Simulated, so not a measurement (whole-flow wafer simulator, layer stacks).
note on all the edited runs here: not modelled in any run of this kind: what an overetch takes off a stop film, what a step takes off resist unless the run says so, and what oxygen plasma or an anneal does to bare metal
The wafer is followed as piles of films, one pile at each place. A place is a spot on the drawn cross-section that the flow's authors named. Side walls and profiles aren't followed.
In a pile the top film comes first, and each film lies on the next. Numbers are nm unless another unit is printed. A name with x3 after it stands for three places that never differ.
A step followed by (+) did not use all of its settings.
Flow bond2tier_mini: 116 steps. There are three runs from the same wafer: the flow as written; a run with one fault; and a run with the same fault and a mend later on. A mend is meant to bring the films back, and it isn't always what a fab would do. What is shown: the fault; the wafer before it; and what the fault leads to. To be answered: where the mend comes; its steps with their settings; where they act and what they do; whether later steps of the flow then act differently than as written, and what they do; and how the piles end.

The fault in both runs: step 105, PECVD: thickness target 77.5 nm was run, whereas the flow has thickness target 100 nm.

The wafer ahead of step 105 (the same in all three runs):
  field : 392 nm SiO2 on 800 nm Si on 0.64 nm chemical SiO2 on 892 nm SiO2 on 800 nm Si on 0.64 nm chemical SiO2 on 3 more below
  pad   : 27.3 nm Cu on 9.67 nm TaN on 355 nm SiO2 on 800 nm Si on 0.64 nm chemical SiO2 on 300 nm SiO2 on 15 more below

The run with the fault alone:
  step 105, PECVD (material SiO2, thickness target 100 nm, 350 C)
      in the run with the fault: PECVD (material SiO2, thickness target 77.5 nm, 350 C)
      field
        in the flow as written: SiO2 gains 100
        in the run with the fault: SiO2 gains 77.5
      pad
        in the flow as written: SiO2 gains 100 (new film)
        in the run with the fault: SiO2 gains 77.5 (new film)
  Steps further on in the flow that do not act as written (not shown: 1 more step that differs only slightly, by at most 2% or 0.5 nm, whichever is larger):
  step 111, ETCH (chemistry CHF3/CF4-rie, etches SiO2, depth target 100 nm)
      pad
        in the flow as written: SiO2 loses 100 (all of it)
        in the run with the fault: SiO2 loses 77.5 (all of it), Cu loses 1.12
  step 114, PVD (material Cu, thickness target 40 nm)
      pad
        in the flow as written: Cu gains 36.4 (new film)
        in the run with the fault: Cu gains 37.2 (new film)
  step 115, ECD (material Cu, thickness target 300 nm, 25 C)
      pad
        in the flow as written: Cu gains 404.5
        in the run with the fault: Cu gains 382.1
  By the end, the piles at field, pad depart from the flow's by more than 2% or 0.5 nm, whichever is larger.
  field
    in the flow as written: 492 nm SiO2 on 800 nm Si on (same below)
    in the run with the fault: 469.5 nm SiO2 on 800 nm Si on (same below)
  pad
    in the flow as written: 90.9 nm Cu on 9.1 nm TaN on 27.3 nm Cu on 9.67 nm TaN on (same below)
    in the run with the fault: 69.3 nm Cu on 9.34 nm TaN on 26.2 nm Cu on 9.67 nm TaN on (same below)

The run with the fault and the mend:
  The mend stands after step 110.
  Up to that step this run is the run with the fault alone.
  step 110a, STRIP (chemistry O2, over-ash 100%) (+)
      field
        KrF resist loses 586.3 (all of it)
  step 110b, PECVD (material SiO2, thickness target 22.5 nm, 350 C) (the flow's step 105 again, with other settings)
      field, pad
        SiO2 gains 22.5
  step 110c, COAT (KrF resist, thickness 600 nm) (the flow's step 106 again)
      field, pad
        KrF resist gains 600 (new film)
  step 110d, SOFTBAKE (KrF resist) (the flow's step 107 again)
      leaves every film unchanged at each place that is followed
  step 110e, EXPOSE (photomask T3PAD, NA 0.6) (the flow's step 108 again)
      leaves every film unchanged at each place that is followed
  step 110f, PEB (KrF resist) (the flow's step 109 again)
      leaves every film unchanged at each place that is followed
  step 110g, DEVELOP (developer TMAH-0.26N, 60 s) (the flow's step 110 again)
      field
        KrF resist loses 13.7
      pad
        KrF resist loses 600 (all of it)
  None of the later steps of the flow acts differently than as written at any place that is followed.
  At every place that both follow, the piles at the end match the flow's.
